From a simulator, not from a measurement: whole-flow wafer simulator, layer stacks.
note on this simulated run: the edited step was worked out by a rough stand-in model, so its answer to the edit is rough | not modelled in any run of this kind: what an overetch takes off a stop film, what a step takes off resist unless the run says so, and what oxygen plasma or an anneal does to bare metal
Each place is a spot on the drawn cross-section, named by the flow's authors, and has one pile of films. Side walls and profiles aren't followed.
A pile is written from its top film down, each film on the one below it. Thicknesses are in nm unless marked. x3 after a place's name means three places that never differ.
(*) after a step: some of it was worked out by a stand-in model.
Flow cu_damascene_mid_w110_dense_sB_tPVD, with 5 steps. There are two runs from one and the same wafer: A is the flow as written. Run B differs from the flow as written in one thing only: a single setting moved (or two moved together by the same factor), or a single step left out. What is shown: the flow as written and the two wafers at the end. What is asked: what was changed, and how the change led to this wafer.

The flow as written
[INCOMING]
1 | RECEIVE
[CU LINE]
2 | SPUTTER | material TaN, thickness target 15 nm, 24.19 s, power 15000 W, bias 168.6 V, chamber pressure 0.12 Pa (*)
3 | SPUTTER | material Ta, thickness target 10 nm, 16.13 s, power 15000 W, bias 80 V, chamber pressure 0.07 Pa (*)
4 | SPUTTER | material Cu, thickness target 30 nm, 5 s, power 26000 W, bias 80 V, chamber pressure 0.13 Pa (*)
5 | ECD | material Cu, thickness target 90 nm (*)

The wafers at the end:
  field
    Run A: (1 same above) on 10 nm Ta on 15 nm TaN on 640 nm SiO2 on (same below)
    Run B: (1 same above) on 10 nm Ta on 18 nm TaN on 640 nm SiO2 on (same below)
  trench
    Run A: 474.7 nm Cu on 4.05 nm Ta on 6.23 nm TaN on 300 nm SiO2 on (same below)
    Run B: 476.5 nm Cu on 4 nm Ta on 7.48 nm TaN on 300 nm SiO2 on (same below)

What caused this: step 2, SPUTTER: 29.03 s was run, whereas the flow has 24.19 s.

The path from the change to this, step by step:
  2 | SPUTTER | material TaN, thickness target 15 nm, 24.19 s, power 15000 W, bias 168.6 V, chamber pressure 0.12 Pa (*)
      field: A +15 TaN (new film) | B +18 TaN (new film)
      trench: A +6.23 TaN (new film) | B +7.48 TaN (new film)
